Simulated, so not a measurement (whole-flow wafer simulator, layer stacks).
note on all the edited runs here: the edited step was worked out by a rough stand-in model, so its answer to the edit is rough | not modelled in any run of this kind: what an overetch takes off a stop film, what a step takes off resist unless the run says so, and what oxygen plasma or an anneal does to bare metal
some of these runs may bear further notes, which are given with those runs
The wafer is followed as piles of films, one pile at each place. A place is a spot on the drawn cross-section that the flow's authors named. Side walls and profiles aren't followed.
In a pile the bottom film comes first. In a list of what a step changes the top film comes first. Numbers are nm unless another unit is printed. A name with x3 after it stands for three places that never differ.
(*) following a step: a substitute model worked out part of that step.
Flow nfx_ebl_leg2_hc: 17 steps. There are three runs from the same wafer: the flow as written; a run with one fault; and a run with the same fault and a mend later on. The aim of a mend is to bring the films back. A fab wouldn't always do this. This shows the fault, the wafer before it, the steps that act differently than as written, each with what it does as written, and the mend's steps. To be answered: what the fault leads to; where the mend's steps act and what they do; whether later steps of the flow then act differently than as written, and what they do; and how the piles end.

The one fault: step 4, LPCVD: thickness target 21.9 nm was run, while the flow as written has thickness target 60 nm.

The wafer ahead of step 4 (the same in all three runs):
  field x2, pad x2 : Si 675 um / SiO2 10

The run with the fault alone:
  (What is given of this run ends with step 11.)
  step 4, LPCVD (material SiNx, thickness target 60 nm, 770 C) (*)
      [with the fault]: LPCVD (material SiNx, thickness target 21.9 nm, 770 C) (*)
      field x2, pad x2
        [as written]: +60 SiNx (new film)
        [with the fault]: +21.9 SiNx (new film)
  Every later step of the flow up to step 11 that is run acts as written at every place that is followed.
  The piles after step 11 differ from the flow's at field x2, pad x2 by more than 2% or 0.5 nm, whichever is larger.
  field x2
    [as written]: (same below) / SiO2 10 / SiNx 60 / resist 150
    [with the fault]: (same below) / SiO2 10 / SiNx 21.9 / resist 150
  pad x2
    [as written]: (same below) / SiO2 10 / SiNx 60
    [with the fault]: (same below) / SiO2 10 / SiNx 21.9

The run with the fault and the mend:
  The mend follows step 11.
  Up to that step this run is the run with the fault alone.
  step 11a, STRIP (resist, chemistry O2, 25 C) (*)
      field x2
        -150 resist (all of it)
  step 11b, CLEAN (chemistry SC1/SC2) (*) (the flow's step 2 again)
      leaves every film unchanged at each place that is followed
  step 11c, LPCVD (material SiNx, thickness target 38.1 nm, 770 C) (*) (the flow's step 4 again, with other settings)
      field x2, pad x2
        +38.1 SiNx
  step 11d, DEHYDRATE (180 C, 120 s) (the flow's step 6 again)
      leaves every film unchanged at each place that is followed
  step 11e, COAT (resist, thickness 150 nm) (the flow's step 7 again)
      field x2, pad x2
        +150 resist (new film)
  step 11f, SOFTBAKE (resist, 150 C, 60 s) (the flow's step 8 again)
      leaves every film unchanged at each place that is followed
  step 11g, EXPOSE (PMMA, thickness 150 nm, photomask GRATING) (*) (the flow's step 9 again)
      leaves every film unchanged at each place that is followed
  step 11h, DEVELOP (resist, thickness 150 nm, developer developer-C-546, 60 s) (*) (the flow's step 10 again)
      pad x2
        -150 resist (all of it)
  Every later step of the flow that is run acts as written at every place that is followed.
  At every place that both follow, the piles at the end match the flow's.
